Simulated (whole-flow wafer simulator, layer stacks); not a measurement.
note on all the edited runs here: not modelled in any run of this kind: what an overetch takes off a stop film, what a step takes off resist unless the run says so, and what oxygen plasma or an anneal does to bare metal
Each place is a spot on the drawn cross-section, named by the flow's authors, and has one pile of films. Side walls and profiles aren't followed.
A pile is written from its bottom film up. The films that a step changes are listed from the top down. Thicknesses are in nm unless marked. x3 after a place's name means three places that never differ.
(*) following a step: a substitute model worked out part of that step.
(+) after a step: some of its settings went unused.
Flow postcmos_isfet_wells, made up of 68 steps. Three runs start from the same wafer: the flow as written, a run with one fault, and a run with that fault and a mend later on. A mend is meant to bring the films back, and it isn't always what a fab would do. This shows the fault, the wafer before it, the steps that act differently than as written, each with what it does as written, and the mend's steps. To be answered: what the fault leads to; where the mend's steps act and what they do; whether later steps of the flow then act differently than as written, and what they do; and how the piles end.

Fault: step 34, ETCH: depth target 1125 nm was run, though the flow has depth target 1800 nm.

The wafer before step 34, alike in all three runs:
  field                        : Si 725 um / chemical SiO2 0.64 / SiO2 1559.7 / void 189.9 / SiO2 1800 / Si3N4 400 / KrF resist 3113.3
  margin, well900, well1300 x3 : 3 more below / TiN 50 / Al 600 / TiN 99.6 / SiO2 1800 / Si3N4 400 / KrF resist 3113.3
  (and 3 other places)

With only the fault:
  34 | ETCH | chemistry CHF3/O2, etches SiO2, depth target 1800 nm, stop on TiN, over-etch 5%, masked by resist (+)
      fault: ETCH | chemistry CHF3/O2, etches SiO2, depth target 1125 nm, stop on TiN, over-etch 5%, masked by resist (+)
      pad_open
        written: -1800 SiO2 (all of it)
        fault: -1125 SiO2
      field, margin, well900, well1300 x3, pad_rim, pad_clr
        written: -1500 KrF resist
        fault: -937.5 KrF resist
  Steps later in the flow that act otherwise than as written (1 more step, not shown, differs only slightly: by at most 2% or 0.5 nm, whichever is larger):
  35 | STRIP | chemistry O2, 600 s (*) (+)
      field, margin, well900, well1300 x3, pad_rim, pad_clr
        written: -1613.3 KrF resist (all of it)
        fault: -2175.8 KrF resist (all of it)
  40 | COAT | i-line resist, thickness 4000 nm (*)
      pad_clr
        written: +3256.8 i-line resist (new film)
        fault: +3471.6 i-line resist (new film)
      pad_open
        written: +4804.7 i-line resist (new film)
        fault: +4561.3 i-line resist (new film)
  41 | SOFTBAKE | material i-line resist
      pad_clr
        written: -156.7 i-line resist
        fault: -93.3 i-line resist
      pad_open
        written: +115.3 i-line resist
        fault: +83.6 i-line resist
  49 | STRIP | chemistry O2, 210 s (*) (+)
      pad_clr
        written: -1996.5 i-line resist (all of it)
        fault: -2274.6 i-line resist (all of it)
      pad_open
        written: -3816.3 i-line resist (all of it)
        fault: -3541.2 i-line resist (all of it)
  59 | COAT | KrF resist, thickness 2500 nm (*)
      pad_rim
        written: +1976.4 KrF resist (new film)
        fault: +2133.5 KrF resist (new film)
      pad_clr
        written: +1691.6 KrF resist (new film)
        fault: +1924.5 KrF resist (new film)
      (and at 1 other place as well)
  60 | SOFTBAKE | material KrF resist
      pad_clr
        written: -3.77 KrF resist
        fault: -3.04 KrF resist
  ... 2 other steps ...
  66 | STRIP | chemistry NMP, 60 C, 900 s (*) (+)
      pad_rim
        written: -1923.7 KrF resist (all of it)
        fault: -2079.4 KrF resist (all of it)
  At pad_open, the piles at the end differ from the flow's by more than 2% or 0.5 nm, whichever is larger.
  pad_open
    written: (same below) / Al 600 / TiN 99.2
    fault: (same below) / Al 600 / TiN 99.6 / SiO2 675

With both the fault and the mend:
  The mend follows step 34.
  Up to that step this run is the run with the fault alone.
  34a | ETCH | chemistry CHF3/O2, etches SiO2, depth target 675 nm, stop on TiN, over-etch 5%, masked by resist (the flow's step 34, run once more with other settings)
      field, margin, well900, well1300 x3, pad_rim, pad_clr
        -562.5 KrF resist
      pad_open
        -675 SiO2 (all of it)
  Later steps of the flow that are run all act as written at every place that is followed.
  The piles end the same as the flow's at every place that both follow.
